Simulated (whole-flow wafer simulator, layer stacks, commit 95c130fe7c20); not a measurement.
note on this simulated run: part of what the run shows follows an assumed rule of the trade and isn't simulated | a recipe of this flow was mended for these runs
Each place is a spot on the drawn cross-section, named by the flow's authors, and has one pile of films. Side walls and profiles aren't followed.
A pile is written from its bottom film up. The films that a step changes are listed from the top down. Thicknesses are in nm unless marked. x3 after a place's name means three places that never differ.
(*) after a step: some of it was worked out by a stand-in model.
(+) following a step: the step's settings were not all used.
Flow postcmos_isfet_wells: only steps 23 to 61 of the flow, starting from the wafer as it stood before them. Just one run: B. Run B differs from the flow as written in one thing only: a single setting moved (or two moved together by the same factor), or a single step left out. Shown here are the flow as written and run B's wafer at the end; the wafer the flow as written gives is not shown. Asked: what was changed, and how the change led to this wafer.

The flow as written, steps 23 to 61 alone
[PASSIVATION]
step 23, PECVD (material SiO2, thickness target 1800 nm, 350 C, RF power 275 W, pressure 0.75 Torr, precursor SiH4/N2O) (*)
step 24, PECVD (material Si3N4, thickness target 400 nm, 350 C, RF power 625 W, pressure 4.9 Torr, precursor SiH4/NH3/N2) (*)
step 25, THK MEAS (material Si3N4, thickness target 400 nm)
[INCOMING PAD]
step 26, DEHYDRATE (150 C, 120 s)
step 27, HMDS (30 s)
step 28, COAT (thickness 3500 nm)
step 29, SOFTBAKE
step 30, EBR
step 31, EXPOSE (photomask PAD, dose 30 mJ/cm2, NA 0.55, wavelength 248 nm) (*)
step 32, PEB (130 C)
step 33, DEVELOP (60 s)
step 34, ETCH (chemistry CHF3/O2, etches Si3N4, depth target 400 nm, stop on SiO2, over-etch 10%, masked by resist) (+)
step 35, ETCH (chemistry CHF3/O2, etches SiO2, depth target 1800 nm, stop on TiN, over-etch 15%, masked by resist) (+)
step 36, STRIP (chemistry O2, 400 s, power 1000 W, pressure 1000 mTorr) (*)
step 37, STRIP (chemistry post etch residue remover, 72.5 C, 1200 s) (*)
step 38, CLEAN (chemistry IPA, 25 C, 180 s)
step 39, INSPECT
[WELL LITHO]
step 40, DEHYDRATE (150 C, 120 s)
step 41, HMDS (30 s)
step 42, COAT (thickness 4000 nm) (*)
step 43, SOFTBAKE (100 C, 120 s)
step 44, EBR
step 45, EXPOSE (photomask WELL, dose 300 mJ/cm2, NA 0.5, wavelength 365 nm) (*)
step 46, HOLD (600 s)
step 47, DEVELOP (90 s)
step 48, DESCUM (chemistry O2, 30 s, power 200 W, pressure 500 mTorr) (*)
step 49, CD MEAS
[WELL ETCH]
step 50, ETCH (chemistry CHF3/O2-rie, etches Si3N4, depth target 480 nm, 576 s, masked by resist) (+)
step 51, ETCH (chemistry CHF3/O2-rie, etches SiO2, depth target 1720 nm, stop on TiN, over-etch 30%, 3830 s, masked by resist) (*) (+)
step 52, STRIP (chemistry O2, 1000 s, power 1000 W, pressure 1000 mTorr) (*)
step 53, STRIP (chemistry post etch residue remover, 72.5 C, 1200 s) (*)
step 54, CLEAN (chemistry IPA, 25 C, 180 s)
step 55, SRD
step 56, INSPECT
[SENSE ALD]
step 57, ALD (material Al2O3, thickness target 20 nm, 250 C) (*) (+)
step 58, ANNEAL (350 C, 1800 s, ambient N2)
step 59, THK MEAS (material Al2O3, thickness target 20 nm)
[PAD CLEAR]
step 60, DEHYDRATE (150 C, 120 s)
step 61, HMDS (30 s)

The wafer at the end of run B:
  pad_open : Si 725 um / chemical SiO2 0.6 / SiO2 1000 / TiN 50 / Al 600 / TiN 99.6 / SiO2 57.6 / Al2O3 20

Cause: step 34, ETCH: depth target 80 nm was run, though the flow has depth target 400 nm.

How this came from the change, step by step:
  step 34, ETCH (chemistry CHF3/O2, etches Si3N4, depth target 400 nm, stop on SiO2, over-etch 10%, masked by resist) (+)
      pad_open: -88 Si3N4 (it would be, as written: -400 Si3N4 (all of it), -20 SiO2)
      field, margin x2, well900 x4, pad_clr: -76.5 thick-KrF-resist (it would be, as written: -382.6 thick-KrF-resist)
  step 35, ETCH (chemistry CHF3/O2, etches SiO2, depth target 1800 nm, stop on TiN, over-etch 15%, masked by resist) (+)
      pad_open: -312 Si3N4 (all of it), -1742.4 SiO2 (it would be, as written: -1780 SiO2 (all of it), -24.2 TiN)
  step 36, STRIP (chemistry O2, 400 s, power 1000 W, pressure 1000 mTorr) (*)
      field, margin x2, well900 x4, pad_clr: -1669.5 thick-KrF-resist (all of it) (it would be, as written: -1382.5 thick-KrF-resist (all of it))
  step 43, SOFTBAKE (100 C, 120 s)
      pad_clr: -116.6 thick-g/i-line-resist (it would be, as written: -123 thick-g/i-line-resist)
      pad_open: +70.9 thick-g/i-line-resist (it would be, as written: +73 thick-g/i-line-resist)
